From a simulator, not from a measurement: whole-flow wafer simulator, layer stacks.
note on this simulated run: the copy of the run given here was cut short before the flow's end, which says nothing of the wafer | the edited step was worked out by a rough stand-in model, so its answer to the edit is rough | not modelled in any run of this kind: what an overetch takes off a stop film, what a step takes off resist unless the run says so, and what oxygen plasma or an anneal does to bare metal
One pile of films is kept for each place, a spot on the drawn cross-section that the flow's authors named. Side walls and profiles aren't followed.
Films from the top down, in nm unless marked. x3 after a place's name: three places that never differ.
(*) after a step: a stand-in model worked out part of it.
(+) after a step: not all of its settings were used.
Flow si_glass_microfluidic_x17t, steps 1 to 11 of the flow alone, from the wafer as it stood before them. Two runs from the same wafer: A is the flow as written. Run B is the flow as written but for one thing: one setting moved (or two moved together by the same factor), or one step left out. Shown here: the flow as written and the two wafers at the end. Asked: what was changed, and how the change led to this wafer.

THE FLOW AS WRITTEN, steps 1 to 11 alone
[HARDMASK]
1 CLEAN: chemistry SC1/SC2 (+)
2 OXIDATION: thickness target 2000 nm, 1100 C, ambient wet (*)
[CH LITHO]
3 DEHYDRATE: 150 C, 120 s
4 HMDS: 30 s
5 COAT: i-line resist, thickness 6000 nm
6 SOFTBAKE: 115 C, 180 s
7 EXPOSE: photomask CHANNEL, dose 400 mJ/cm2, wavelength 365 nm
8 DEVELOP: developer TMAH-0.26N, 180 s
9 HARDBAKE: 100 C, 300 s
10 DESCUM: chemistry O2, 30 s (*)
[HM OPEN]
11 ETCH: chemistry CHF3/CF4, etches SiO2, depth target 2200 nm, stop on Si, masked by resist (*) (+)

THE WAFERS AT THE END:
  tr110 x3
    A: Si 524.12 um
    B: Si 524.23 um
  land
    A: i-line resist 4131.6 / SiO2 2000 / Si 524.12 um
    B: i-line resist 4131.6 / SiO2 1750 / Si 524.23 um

The cause: step 2, OXIDATION: thickness target 1750 nm was run, where the flow has thickness target 2000 nm.
It can be read off the wafer: land has SiO2 1750, and step 2 as written asks for 2000 nm.

How the change led to this, step by step:
  2 OXIDATION: thickness target 2000 nm, 1100 C, ambient wet (*)
      land, tr110 x3: A SiO2 +2000 (new film), chemical SiO2 -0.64 (all of it), Si -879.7 | B SiO2 +1750 (new film), chemical SiO2 -0.64 (all of it), Si -769.7
  11 ETCH: chemistry CHF3/CF4, etches SiO2, depth target 2200 nm, stop on Si, masked by resist (*) (+)
      tr110 x3: A SiO2 -2000 (all of it) | B SiO2 -1750 (all of it)
